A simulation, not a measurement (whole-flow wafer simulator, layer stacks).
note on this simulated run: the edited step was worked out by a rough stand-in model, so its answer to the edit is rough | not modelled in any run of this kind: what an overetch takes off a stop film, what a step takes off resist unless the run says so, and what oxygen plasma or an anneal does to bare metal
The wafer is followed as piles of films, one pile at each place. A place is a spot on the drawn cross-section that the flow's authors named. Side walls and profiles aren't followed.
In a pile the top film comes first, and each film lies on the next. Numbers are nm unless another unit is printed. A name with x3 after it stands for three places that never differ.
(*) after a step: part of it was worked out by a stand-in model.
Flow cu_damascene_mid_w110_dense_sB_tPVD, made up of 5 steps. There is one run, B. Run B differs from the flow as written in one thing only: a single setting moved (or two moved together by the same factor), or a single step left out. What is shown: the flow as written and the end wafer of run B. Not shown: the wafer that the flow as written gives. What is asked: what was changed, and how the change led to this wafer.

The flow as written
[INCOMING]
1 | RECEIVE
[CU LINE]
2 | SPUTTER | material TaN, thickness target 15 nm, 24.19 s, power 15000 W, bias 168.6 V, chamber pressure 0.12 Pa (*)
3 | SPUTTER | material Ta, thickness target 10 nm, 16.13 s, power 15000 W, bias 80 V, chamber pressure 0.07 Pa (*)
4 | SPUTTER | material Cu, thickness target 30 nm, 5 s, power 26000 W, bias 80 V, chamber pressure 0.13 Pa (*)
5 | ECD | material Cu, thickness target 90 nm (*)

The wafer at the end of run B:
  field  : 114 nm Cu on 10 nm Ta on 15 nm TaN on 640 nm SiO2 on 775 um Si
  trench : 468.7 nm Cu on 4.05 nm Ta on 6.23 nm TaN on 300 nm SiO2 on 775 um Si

Cause: step 4, SPUTTER: thickness target 24 nm was run, whereas the flow has thickness target 30 nm; step 4, SPUTTER: 4 s was run, where the flow has 5 s.

Step by step, how the change led to this:
  4 | SPUTTER | material Cu, thickness target 30 nm, 5 s, power 26000 W, bias 80 V, chamber pressure 0.13 Pa (*)
      field: Cu gains 24 (new film) (it would be, as written: Cu gains 30 (new film))
      trench: Cu gains 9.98 (new film) (it would be, as written: Cu gains 12.5 (new film))
